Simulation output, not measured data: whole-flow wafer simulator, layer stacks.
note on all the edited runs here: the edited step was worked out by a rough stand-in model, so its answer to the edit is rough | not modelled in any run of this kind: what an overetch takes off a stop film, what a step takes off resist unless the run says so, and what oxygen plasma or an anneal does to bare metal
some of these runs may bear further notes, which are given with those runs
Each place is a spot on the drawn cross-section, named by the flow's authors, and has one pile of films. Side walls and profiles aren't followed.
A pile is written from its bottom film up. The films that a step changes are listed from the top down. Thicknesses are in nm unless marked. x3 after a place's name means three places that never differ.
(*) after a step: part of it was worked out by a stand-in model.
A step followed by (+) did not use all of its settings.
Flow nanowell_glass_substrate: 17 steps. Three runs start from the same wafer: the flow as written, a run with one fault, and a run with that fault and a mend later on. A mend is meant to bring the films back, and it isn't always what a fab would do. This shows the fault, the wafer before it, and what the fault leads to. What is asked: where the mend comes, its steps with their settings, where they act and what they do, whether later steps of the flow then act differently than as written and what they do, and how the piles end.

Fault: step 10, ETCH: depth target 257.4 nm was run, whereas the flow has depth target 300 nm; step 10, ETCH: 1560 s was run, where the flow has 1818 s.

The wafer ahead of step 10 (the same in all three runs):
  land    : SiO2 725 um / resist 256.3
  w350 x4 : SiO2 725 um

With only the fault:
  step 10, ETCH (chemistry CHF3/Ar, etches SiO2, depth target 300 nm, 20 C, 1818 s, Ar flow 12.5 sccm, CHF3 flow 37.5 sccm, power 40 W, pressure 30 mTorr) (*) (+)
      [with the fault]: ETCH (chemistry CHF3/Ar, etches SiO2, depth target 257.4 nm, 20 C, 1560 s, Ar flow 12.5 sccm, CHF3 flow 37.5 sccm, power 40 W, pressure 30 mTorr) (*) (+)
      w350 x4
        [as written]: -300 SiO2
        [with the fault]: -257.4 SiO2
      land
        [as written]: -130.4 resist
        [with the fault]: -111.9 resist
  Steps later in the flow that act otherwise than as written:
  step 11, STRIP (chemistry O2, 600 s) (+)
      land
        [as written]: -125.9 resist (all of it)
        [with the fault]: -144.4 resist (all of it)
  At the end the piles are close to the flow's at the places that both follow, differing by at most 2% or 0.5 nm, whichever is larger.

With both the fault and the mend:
  After step 10 comes the mend.
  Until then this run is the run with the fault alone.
  step 10a, ETCH (chemistry CHF3/Ar, etches SiO2, depth target 42.6 nm, 20 C, 258.2 s, Ar flow 12.5 sccm, CHF3 flow 37.5 sccm, power 40 W, pressure 30 mTorr) (*) (+) (the flow's step 10, run once more with other settings)
      w350 x4
        -42.6 SiO2
      land
        -18.5 resist
  None of the later steps of the flow acts differently than as written at any place that is followed.
  By the end, the piles equal the flow's at every place that both follow.
